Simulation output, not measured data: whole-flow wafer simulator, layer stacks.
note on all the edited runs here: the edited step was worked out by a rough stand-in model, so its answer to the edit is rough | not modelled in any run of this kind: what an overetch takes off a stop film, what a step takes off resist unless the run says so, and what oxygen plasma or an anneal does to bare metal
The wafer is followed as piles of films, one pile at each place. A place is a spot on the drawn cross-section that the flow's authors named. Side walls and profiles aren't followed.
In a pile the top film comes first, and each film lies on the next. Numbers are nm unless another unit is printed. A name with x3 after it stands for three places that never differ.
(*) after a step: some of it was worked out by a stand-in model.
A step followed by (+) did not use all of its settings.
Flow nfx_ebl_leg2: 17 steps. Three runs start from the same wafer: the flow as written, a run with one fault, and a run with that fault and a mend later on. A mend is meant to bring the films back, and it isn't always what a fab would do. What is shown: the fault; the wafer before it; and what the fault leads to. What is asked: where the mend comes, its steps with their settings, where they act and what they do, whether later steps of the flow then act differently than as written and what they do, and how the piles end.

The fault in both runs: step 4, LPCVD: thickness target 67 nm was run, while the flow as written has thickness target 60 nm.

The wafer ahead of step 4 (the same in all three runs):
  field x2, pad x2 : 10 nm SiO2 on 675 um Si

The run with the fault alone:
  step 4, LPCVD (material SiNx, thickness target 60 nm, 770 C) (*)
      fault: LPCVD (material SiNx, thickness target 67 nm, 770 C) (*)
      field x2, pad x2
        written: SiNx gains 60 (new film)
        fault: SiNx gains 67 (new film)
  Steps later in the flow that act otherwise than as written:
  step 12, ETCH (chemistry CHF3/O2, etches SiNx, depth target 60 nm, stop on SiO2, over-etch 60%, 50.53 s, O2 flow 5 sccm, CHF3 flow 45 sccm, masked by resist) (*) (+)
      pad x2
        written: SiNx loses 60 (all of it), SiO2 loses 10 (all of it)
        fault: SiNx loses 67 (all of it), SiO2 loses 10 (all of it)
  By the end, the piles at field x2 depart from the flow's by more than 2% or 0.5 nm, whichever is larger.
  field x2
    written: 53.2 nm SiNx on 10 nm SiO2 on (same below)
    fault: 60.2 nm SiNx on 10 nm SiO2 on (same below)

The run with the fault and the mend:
  The mend follows step 5.
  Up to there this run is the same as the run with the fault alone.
  step 5a, ETCH (chemistry h3po4, depth target 7 nm)
      field x2, pad x2
        SiNx loses 7
  None of the later steps of the flow acts differently than as written at any place that is followed.
  By the end, the piles equal the flow's at every place that both follow.
